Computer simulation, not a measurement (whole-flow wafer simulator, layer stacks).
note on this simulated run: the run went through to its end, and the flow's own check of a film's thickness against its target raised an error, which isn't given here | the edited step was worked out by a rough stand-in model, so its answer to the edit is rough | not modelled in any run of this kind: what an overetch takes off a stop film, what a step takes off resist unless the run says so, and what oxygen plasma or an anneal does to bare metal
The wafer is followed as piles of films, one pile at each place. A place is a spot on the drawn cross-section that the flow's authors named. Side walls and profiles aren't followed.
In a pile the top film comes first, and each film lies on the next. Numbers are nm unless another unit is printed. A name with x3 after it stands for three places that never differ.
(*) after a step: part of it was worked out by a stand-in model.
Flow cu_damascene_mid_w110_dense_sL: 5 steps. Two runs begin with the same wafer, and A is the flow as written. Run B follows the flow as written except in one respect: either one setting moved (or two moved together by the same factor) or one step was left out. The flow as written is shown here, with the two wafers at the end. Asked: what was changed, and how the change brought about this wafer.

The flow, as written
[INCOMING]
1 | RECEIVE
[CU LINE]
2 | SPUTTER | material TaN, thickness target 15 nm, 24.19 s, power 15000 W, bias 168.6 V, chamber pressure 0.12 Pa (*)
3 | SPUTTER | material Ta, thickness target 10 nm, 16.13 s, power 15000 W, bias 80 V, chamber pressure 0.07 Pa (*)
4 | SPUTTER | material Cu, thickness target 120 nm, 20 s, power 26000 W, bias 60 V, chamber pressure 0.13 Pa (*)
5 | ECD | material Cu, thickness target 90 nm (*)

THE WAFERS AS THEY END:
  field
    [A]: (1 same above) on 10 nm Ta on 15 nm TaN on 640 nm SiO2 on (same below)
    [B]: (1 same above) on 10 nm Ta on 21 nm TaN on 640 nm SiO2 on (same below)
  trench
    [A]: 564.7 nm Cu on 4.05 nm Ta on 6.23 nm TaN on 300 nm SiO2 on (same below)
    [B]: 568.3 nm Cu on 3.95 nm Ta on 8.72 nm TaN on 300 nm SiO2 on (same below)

Cause: step 2, SPUTTER: thickness target 21 nm was run, while the flow as written has thickness target 15 nm.
The wafer itself shows it: field has TaN 21, and step 2 as written asks for 15 nm.

Step by step, how the change led to this:
  2 | SPUTTER | material TaN, thickness target 15 nm, 24.19 s, power 15000 W, bias 168.6 V, chamber pressure 0.12 Pa (*)
      field: A TaN gains 15 (new film) | B TaN gains 21 (new film)
      trench: A TaN gains 6.23 (new film) | B TaN gains 8.72 (new film)
  4 | SPUTTER | material Cu, thickness target 120 nm, 20 s, power 26000 W, bias 60 V, chamber pressure 0.13 Pa (*)
      trench: A Cu gains 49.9 (new film) | B Cu gains 48.9 (new film)
